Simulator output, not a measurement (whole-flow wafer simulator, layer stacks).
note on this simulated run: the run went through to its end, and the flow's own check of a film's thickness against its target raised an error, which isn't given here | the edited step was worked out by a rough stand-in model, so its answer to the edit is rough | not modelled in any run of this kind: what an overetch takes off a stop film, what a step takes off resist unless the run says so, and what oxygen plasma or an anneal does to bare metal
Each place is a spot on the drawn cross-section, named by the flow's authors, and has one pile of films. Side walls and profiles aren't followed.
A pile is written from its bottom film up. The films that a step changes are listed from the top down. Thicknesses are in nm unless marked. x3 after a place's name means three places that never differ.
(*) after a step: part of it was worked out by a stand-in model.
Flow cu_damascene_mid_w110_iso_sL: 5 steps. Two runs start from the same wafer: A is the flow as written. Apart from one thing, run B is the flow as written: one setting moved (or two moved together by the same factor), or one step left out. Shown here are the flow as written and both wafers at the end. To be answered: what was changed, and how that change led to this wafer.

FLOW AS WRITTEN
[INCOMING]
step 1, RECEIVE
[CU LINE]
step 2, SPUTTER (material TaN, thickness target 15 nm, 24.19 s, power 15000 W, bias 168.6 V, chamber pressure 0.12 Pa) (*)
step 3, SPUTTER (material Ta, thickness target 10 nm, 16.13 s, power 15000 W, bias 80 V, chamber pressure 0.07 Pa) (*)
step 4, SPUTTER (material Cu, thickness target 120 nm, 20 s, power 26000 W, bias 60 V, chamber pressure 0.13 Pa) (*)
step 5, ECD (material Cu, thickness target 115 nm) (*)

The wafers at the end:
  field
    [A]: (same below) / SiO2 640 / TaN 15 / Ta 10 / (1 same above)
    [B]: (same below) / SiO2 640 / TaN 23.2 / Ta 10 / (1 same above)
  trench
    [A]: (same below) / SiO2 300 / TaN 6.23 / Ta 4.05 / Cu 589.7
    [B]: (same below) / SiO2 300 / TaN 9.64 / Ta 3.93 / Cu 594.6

Cause: step 2, SPUTTER: thickness target 23.2 nm was run, whereas the flow has thickness target 15 nm; step 2, SPUTTER: 37.49 s was run, where the flow has 24.19 s.
The wafer itself shows it: field has TaN 23.2, and step 2 as written asks for 15 nm.

How this came from the change, step by step:
  step 2, SPUTTER (material TaN, thickness target 15 nm, 24.19 s, power 15000 W, bias 168.6 V, chamber pressure 0.12 Pa) (*)
      field: A +15 TaN (new film) | B +23.2 TaN (new film)
      trench: A +6.23 TaN (new film) | B +9.64 TaN (new film)
  step 4, SPUTTER (material Cu, thickness target 120 nm, 20 s, power 26000 W, bias 60 V, chamber pressure 0.13 Pa) (*)
      trench: A +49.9 Cu (new film) | B +48.6 Cu (new film)
